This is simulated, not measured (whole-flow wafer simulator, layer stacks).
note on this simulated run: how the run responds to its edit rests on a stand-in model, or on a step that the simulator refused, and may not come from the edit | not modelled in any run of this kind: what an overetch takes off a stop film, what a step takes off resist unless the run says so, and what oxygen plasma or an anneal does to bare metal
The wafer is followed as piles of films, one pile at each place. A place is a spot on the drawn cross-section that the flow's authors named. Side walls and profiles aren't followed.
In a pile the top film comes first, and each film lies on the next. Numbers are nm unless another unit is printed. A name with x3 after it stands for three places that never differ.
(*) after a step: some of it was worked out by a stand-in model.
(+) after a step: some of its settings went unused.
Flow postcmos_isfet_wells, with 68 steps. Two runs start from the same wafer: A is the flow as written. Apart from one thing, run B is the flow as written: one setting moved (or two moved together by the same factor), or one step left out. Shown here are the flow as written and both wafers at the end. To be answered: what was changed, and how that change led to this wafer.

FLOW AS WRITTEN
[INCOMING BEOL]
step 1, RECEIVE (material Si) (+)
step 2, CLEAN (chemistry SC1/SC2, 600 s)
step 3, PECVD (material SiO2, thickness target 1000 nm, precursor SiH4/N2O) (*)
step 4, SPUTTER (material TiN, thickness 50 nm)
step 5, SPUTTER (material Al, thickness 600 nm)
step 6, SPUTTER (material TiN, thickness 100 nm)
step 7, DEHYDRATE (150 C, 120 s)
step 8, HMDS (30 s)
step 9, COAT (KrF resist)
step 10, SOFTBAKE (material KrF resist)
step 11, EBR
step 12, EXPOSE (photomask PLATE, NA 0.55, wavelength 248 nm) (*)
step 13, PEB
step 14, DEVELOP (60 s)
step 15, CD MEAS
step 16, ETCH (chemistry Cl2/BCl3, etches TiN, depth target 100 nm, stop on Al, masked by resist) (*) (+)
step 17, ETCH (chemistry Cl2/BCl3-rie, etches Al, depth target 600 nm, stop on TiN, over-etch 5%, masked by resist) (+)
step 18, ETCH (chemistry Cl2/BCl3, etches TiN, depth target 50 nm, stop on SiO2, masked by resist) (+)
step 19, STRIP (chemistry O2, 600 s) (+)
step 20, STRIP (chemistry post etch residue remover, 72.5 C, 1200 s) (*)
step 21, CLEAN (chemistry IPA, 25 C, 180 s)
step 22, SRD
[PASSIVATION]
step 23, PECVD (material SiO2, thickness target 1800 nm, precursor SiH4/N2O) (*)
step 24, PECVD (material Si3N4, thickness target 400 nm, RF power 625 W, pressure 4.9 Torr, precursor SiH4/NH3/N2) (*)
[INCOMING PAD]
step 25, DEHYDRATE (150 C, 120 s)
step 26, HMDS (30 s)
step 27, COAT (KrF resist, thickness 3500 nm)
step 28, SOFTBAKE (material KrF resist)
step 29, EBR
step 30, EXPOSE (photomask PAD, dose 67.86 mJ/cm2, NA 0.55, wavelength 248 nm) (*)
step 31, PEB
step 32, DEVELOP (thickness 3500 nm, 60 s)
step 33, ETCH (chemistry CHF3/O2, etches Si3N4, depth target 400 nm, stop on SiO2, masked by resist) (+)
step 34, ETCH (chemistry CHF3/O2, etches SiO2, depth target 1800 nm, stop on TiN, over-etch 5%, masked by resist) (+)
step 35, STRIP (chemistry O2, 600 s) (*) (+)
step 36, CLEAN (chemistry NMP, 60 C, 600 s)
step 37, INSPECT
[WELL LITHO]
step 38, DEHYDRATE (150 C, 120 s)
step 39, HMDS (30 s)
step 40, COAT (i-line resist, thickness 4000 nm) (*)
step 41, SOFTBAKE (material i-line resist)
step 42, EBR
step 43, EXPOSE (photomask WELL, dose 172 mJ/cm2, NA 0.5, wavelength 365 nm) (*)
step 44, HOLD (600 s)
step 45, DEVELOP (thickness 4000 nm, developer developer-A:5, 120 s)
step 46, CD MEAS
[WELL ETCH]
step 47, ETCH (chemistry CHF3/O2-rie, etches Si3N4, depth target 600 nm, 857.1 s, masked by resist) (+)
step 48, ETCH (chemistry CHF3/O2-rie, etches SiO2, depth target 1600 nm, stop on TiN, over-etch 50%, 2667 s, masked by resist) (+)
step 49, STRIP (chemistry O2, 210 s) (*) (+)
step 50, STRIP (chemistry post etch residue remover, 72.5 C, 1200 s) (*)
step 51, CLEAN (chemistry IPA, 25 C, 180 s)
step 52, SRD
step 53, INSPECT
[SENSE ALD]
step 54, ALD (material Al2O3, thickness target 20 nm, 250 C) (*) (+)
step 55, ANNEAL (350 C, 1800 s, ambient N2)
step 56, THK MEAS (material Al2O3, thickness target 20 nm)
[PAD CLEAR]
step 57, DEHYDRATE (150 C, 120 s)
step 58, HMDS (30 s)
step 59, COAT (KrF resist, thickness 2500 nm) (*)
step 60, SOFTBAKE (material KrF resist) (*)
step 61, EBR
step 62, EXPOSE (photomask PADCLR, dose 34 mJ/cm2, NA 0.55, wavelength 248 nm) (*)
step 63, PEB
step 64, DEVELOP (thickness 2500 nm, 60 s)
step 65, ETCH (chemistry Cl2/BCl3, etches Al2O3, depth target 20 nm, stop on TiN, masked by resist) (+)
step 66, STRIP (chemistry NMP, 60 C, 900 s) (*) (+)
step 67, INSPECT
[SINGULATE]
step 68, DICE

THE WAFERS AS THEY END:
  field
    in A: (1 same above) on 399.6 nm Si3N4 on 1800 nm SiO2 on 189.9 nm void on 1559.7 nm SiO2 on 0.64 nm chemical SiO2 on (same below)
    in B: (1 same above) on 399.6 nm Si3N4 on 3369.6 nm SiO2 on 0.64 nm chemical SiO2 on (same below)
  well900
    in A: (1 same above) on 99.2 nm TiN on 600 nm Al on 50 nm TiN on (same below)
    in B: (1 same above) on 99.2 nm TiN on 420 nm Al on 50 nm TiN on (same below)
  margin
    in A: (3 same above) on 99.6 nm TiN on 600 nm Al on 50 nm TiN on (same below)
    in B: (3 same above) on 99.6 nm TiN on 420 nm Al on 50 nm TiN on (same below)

What caused this: step 5, SPUTTER: thickness 420 nm was run, though the flow has thickness 600 nm.
The wafer lets one read it off: well900 has Al 420, and step 5 as written asks for 600 nm.

The path from the change to this, step by step:
  step 5, SPUTTER (material Al, thickness 600 nm)
      field, margin, well900 and 6 more: A Al gains 600 (new film) | B Al gains 420 (new film)
  step 17, ETCH (chemistry Cl2/BCl3-rie, etches Al, depth target 600 nm, stop on TiN, over-etch 5%, masked by resist) (+)
      margin, well900, well1300, well2000, well3000, pad_rim, pad_clr, pad_open: A KrF resist loses 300 | B KrF resist loses 220.5
      field: A Al loses 600 (all of it) | B Al loses 420 (all of it)
  step 19, STRIP (chemistry O2, 600 s) (+)
      margin, well900, well1300, well2000, well3000, pad_rim, pad_clr, pad_open: A KrF resist loses 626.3 (all of it) | B KrF resist loses 705.8 (all of it)
  step 23, PECVD (material SiO2, thickness target 1800 nm, precursor SiH4/N2O) (*)
      field: A SiO2 gains 1800 (new film), void gains 189.9 (new film), SiO2 gains 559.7 | B SiO2 gains 2369.6
